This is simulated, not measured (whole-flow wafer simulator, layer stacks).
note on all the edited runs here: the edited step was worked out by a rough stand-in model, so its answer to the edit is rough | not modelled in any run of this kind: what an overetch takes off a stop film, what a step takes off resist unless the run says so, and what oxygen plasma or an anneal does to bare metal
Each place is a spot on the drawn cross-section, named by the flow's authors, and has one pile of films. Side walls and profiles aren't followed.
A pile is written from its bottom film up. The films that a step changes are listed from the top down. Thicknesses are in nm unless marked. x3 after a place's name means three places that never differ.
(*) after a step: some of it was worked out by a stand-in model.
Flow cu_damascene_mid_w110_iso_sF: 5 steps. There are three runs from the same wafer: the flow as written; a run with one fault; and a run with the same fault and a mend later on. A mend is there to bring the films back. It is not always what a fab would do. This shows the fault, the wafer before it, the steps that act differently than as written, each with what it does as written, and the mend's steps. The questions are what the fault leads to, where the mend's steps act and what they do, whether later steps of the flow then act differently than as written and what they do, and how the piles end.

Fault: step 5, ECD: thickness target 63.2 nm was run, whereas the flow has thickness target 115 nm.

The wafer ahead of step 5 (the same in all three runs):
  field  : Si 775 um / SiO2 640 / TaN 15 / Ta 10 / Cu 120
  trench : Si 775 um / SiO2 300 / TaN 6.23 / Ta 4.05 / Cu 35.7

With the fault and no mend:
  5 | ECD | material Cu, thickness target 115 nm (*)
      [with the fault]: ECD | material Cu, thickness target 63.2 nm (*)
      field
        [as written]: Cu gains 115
        [with the fault]: Cu gains 63.2
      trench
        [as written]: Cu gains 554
        [with the fault]: Cu gains 502.2
  Every later step of the flow that is run acts as written at every place that is followed.
  At field, trench, the piles at the end differ from the flow's by more than 2% or 0.5 nm, whichever is larger.
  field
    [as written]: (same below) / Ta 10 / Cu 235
    [with the fault]: (same below) / Ta 10 / Cu 183.2
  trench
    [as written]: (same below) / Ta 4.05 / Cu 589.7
    [with the fault]: (same below) / Ta 4.05 / Cu 537.9

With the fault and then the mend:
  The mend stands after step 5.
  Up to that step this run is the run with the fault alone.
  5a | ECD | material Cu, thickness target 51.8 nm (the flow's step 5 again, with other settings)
      field, trench
        Cu gains 51.8
  Every later step of the flow that is run acts as written at every place that is followed.
  By the end, the piles equal the flow's at every place that both follow.
